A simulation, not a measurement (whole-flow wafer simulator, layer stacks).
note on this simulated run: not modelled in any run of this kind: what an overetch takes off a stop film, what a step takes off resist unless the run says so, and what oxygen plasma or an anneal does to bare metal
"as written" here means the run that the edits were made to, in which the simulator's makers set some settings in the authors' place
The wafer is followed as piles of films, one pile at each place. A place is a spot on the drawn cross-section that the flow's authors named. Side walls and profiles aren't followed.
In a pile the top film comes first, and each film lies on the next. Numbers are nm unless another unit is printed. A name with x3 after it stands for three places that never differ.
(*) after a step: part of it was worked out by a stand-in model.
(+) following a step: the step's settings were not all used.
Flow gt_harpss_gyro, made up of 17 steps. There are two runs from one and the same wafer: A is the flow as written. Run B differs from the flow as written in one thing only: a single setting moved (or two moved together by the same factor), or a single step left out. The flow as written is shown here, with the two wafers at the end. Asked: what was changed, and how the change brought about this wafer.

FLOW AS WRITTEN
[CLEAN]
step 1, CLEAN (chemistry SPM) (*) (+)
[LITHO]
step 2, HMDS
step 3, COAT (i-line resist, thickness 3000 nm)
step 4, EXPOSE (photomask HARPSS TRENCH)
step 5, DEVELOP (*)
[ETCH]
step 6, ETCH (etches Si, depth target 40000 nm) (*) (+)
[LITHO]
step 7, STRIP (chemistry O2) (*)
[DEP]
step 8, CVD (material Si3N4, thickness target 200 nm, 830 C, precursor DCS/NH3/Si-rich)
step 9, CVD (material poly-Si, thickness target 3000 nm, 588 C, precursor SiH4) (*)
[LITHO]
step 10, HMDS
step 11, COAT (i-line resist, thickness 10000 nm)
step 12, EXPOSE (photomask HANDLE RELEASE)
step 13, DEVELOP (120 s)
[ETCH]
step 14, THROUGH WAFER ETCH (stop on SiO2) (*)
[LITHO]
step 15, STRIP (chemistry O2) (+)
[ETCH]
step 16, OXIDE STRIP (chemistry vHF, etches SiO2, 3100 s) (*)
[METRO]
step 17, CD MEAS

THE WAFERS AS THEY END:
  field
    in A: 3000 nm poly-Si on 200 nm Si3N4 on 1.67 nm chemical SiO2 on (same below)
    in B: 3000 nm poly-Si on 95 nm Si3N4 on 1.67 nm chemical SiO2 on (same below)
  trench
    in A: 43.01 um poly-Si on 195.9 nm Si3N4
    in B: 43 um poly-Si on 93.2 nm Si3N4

What caused this: step 8, CVD: thickness target 94.99 nm was run, though the flow has thickness target 200 nm.
The wafer itself shows it: field has Si3N4 95, and step 8 as written asks for 200 nm.

Step by step, how the change led to this:
  step 8, CVD (material Si3N4, thickness target 200 nm, 830 C, precursor DCS/NH3/Si-rich)
      field: A Si3N4 gains 200 (new film) | B Si3N4 gains 95 (new film)
      trench: A Si3N4 gains 195.9 (new film) | B Si3N4 gains 93.2 (new film)
  step 9, CVD (material poly-Si, thickness target 3000 nm, 588 C, precursor SiH4) (*)
      trench: A poly-Si gains 43.01 um (new film) | B poly-Si gains 43 um (new film)
